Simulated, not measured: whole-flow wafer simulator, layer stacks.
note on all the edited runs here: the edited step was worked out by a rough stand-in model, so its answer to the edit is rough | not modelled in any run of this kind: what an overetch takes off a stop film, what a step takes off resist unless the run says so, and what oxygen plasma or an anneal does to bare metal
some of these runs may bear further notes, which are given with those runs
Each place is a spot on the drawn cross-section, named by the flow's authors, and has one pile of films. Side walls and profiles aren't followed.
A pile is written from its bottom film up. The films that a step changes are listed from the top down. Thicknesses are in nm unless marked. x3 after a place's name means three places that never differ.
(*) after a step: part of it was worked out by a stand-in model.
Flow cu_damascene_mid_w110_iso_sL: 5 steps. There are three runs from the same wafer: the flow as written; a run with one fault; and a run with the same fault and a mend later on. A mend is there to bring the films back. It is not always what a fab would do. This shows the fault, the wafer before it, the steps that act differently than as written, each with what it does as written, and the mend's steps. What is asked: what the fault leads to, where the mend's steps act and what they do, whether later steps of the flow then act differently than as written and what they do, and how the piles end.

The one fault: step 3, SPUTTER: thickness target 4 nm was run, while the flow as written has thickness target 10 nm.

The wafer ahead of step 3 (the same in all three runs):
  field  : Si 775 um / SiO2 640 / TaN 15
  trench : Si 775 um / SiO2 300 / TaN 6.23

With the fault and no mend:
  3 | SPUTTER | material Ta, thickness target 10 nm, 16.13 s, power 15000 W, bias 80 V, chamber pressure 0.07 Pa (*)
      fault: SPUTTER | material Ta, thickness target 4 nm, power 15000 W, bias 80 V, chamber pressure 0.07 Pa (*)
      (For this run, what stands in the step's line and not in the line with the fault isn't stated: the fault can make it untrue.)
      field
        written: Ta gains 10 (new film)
        fault: Ta gains 4 (new film)
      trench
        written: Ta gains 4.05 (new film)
        fault: Ta gains 1.62 (new film)
  None of the later steps of the flow differs from how it acts as written, at any place that is followed, by more than 2% or 0.5 nm, whichever is larger.
  The piles end different from the flow's at field, trench by more than 2% or 0.5 nm, whichever is larger.
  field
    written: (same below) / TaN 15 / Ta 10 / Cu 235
    fault: (same below) / TaN 15 / Ta 4 / Cu 235
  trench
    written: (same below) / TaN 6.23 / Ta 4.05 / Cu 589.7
    fault: (same below) / TaN 6.23 / Ta 1.62 / Cu 586.2

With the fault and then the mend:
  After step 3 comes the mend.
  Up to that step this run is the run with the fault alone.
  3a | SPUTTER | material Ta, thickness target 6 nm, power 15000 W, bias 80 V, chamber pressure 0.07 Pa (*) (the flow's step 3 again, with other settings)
      field
        Ta gains 6
      trench
        Ta gains 2.39
  None of the later steps of the flow acts differently than as written at any place that is followed.
  The piles end only slightly different from the flow's at the places that both follow, by no more than 2% or 0.5 nm, whichever is larger.
